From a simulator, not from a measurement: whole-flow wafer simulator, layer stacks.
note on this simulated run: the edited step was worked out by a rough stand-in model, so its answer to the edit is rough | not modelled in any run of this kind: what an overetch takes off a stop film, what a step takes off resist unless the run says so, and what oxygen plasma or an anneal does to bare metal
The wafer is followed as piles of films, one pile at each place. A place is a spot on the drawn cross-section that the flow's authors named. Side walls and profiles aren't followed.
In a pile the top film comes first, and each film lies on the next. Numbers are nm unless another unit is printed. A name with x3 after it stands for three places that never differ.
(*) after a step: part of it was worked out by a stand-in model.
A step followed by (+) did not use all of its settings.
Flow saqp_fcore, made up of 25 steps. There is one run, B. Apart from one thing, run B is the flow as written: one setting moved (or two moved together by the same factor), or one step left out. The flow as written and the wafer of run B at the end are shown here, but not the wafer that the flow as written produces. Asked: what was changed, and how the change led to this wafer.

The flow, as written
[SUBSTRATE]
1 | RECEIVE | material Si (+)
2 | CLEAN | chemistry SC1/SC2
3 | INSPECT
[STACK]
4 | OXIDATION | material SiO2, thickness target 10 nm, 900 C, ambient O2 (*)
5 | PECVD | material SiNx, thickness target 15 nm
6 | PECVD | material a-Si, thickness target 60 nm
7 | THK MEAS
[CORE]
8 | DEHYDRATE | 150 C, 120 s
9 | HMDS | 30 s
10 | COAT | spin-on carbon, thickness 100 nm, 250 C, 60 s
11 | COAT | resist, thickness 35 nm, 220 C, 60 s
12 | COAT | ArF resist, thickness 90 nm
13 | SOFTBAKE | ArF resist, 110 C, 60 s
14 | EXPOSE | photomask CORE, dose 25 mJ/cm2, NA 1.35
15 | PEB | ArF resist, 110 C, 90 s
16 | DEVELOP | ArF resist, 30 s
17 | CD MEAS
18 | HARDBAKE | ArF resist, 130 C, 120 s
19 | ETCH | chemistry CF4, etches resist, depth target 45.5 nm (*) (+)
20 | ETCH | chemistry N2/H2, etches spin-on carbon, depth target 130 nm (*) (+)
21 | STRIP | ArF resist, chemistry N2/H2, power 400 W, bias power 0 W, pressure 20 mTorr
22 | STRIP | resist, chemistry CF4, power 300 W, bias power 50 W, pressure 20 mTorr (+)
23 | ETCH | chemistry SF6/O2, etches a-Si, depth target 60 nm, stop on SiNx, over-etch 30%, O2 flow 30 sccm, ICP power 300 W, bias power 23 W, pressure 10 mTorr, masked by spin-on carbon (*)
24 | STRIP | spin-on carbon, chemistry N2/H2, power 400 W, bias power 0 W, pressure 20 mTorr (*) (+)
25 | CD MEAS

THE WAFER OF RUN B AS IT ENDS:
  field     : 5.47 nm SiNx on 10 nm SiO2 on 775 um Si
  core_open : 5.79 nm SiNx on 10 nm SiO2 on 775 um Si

Cause: step 23, ETCH: depth target 87 nm was run, though the flow has depth target 60 nm.

Step by step, how the change led to this:
  23 | ETCH | chemistry SF6/O2, etches a-Si, depth target 60 nm, stop on SiNx, over-etch 30%, O2 flow 30 sccm, ICP power 300 W, bias power 23 W, pressure 10 mTorr, masked by spin-on carbon (*)
      field: a-Si loses 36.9 (all of it), SiNx loses 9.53 (as written it would have been: a-Si loses 36.9 (all of it), SiNx loses 5.14)
      core_open: a-Si loses 39.4 (all of it), SiNx loses 9.21 (as written it would have been: a-Si loses 39.4 (all of it), SiNx loses 4.82)
